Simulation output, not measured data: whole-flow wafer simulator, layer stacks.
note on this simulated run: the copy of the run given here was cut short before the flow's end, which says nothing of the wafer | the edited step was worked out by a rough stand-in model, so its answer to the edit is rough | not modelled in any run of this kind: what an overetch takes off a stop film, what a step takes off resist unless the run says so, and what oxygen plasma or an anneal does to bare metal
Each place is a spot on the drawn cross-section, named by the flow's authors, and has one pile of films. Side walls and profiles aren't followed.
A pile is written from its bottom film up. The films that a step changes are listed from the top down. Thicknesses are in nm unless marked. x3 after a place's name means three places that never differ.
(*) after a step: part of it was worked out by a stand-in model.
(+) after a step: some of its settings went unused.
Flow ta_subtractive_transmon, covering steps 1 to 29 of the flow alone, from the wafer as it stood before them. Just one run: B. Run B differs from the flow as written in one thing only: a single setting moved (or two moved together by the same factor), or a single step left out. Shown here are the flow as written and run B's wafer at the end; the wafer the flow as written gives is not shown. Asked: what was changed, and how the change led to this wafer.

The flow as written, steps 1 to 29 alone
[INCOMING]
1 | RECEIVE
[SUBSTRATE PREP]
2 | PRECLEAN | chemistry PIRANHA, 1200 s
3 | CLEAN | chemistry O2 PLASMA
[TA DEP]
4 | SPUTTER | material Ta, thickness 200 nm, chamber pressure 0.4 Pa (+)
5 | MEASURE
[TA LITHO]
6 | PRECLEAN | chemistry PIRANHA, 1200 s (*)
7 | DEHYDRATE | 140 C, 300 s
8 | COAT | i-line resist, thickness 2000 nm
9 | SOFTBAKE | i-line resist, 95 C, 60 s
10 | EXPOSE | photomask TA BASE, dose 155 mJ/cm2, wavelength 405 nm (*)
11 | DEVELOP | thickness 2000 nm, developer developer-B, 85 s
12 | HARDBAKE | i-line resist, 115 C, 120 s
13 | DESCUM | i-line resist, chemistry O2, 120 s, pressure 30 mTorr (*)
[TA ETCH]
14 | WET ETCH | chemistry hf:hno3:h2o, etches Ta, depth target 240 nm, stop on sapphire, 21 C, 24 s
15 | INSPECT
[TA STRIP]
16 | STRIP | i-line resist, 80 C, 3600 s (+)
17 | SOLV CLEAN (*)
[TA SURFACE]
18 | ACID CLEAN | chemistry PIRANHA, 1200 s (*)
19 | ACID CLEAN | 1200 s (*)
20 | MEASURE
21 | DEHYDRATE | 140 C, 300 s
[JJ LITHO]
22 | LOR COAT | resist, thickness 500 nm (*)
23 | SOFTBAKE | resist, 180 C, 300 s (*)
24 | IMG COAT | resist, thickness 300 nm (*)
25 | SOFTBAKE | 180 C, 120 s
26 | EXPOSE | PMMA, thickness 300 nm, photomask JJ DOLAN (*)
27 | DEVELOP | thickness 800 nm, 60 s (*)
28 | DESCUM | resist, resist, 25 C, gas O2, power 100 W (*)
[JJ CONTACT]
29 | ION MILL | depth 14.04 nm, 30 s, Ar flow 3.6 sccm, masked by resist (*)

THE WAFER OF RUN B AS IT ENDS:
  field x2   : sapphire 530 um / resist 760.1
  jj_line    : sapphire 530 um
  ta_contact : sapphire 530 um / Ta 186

Cause: step 29, ION MILL: depth 20.35 nm was run, while the flow as written has depth 14.04 nm; step 29, ION MILL: 43.5 s was run, where the flow has 30 s.

The path from the change to this, step by step:
  29 | ION MILL | depth 14.04 nm, 30 s, Ar flow 3.6 sccm, masked by resist (*)
      field x2, ta_pad: resist loses 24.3 (as written it would have been: resist loses 16.8)
      jj_line, lead: sapphire loses 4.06 (as written it would have been: sapphire loses 2.8)
      (and at 1 other place as well)
